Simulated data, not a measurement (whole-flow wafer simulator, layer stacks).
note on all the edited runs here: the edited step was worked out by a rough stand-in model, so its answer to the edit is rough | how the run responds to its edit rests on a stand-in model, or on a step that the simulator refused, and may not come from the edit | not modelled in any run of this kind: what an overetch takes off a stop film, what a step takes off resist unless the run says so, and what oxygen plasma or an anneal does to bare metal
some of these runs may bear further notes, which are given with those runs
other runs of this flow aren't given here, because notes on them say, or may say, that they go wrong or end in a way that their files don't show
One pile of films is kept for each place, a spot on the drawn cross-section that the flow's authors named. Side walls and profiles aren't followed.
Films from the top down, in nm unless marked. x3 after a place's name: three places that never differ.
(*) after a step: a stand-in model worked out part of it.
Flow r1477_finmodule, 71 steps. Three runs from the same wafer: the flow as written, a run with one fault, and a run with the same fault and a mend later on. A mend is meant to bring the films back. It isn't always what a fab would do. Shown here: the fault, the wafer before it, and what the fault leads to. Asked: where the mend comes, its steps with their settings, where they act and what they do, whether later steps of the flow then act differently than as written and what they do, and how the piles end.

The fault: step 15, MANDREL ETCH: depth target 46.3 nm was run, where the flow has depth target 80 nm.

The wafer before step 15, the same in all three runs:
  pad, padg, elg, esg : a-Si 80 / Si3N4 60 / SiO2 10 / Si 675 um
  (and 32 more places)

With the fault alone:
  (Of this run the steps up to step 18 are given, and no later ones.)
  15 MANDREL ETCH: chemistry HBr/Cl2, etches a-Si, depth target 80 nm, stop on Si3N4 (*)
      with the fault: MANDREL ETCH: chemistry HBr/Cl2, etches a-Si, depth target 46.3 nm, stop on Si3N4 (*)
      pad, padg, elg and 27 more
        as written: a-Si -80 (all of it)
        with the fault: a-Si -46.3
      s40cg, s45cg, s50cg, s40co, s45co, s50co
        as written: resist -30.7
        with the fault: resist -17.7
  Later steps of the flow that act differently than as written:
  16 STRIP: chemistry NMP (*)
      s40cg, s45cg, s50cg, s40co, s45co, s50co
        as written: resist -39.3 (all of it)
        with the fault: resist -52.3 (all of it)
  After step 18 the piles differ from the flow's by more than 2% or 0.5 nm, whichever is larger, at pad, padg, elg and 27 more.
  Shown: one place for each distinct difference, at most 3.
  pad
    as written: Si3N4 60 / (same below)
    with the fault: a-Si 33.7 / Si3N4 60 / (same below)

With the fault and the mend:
  The mend comes after step 15.
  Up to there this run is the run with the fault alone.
  15a MANDREL ETCH: chemistry HBr/Cl2, etches a-Si, depth target 33.7 nm, stop on Si3N4 (*) (the flow's step 15 once more, with other settings)
      pad, padg, elg and 27 more
        a-Si -33.7 (all of it)
      s40cg, s45cg, s50cg, s40co, s45co, s50co
        resist -12.9
  No later step of the flow acts differently than as written at any place that is followed.
  At the end the piles are the same as the flow's at every place that both follow.
